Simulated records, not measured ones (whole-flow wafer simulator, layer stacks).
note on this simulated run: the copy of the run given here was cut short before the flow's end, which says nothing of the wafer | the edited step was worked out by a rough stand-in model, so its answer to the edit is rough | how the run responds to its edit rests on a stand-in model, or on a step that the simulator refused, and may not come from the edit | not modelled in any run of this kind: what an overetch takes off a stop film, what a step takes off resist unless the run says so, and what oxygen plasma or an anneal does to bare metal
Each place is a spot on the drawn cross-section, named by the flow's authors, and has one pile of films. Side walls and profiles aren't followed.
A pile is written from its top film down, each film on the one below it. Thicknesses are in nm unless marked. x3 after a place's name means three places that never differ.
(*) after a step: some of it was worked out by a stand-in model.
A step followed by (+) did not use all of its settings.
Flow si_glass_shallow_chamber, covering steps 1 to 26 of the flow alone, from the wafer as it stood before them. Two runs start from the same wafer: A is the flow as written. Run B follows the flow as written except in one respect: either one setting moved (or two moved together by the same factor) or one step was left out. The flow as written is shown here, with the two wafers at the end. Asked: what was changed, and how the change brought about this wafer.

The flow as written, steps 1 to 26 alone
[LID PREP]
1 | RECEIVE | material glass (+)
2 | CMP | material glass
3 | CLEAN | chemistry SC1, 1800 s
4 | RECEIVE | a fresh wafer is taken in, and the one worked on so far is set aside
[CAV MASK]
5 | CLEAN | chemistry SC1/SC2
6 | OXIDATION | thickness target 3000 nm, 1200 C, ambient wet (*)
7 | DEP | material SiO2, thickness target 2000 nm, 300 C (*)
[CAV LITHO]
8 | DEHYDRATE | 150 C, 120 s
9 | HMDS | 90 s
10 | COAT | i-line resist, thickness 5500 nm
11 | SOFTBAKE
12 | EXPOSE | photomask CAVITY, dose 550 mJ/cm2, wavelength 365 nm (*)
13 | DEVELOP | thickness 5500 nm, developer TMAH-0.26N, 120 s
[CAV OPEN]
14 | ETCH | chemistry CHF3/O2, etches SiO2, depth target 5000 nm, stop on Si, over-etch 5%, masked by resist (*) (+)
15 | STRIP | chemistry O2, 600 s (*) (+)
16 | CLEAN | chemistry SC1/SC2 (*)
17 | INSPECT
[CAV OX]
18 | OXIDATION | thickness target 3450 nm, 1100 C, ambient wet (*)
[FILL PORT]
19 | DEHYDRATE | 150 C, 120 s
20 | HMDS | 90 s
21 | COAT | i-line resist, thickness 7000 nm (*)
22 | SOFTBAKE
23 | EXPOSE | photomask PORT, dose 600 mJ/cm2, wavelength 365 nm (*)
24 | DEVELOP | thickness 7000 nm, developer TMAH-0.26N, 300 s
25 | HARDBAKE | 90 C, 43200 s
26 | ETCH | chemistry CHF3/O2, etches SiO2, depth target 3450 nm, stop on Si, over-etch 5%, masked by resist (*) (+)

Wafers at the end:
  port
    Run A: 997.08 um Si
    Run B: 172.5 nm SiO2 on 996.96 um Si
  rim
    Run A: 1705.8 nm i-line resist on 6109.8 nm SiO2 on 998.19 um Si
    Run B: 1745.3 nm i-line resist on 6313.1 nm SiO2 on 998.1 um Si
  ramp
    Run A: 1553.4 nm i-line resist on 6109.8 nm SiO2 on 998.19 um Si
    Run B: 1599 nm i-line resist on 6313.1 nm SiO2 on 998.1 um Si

Cause: step 18, OXIDATION: thickness target 3795 nm was run, whereas the flow has thickness target 3450 nm.

The path from the change to this, step by step:
  18 | OXIDATION | thickness target 3450 nm, 1100 C, ambient wet (*)
      rim, ramp, septum, ring: A SiO2 gains 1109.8, Si loses 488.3 | B SiO2 gains 1313.1, Si loses 577.7
      cav, port: A SiO2 gains 3450 (new film), chemical SiO2 loses 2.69 (all of it), Si loses 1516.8 | B SiO2 gains 3795 (new film), chemical SiO2 loses 2.69 (all of it), Si loses 1668.6
  22 | SOFTBAKE
      ramp: A i-line resist loses 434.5 | B i-line resist loses 425
  25 | HARDBAKE | 90 C, 43200 s
      rim: A i-line resist loses 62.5 | B i-line resist loses 63.9
      ramp: A i-line resist loses 57.1 | B i-line resist loses 58.7
  26 | ETCH | chemistry CHF3/O2, etches SiO2, depth target 3450 nm, stop on Si, over-etch 5%, masked by resist (*) (+)
      port: A SiO2 loses 3450 (all of it), Si loses 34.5 | B SiO2 loses 3622.5
